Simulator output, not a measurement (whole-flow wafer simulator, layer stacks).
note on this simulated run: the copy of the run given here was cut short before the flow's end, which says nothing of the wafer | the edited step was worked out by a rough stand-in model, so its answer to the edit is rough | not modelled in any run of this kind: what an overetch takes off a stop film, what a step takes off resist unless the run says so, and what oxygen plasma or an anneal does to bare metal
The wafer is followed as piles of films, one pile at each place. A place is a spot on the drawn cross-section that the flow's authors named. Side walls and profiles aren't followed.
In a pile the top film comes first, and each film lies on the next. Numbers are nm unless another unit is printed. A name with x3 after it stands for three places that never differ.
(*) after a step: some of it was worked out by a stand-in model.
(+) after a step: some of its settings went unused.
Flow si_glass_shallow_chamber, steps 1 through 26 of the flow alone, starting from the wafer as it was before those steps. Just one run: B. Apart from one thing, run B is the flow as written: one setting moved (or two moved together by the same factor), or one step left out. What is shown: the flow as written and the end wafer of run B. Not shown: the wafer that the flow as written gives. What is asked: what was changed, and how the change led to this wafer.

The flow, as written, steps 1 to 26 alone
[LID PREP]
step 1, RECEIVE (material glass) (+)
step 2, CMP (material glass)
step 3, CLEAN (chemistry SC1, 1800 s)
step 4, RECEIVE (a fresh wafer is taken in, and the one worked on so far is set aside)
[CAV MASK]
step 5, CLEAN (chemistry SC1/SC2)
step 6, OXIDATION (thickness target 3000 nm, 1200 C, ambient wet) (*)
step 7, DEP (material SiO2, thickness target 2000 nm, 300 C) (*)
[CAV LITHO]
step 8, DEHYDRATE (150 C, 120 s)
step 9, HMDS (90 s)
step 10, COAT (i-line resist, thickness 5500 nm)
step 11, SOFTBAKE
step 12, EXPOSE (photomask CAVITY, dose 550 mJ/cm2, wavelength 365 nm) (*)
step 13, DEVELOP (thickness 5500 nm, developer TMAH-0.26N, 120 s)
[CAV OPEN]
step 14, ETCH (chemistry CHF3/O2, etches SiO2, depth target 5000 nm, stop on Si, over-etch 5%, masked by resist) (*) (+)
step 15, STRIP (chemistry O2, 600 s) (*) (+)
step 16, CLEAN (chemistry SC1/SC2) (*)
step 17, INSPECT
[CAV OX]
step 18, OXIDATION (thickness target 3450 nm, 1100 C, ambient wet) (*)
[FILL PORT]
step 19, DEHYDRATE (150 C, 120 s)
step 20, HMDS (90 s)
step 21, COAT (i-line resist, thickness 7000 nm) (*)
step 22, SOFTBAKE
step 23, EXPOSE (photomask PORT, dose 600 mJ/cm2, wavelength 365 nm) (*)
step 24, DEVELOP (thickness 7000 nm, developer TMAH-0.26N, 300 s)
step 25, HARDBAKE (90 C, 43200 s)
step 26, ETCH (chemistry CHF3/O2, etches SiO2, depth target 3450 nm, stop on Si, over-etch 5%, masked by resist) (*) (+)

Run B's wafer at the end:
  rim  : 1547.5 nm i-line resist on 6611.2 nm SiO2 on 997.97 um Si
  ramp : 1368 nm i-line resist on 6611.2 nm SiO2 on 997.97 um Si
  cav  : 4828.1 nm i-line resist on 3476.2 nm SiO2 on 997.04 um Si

The reason: step 6, OXIDATION: thickness target 3600 nm was run, whereas the flow has thickness target 3000 nm.

Step by step, how the change led to this:
  step 6, OXIDATION (thickness target 3000 nm, 1200 C, ambient wet) (*)
      rim, ramp, cav, port, septum, ring: +3600 SiO2 (new film), -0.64 chemical SiO2 (all of it), -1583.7 Si (it would be, as written: +3000 SiO2 (new film), -0.64 chemical SiO2 (all of it), -1319.7 Si)
  step 14, ETCH (chemistry CHF3/O2, etches SiO2, depth target 5000 nm, stop on Si, over-etch 5%, masked by resist) (*) (+)
      cav, port: -5250 SiO2 (it would be, as written: -5000 SiO2 (all of it), -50 Si)
  step 15, STRIP (chemistry O2, 600 s) (*) (+)
      cav, port: nothing (it would be, as written: +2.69 chemical SiO2 (new film), -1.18 Si)
  step 18, OXIDATION (thickness target 3450 nm, 1100 C, ambient wet) (*)
      cav, port: +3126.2 SiO2, -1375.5 Si (it would be, as written: +3450 SiO2 (new film), -2.69 chemical SiO2 (all of it), -1516.8 Si)
      rim, ramp, septum, ring: +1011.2 SiO2, -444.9 Si (it would be, as written: +1109.8 SiO2, -488.3 Si)
  step 21, COAT (i-line resist, thickness 7000 nm) (*)
      ramp: +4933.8 i-line resist (new film) (it would be, as written: +5087.8 i-line resist (new film))
  step 22, SOFTBAKE
      rim: -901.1 i-line resist (it would be, as written: -849 i-line resist)
      ramp: -472.3 i-line resist (it would be, as written: -434.5 i-line resist)
      (also at 3 further places)
  step 25, HARDBAKE (90 C, 43200 s)
      rim: -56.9 i-line resist (it would be, as written: -62.5 i-line resist)
      ramp: -50.8 i-line resist (it would be, as written: -57.1 i-line resist)
      (also at 1 further place)
  step 26, ETCH (chemistry CHF3/O2, etches SiO2, depth target 3450 nm, stop on Si, over-etch 5%, masked by resist) (*) (+)
      port: -3476.2 SiO2 (all of it), -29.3 Si (it would be, as written: -3450 SiO2 (all of it), -34.5 Si)
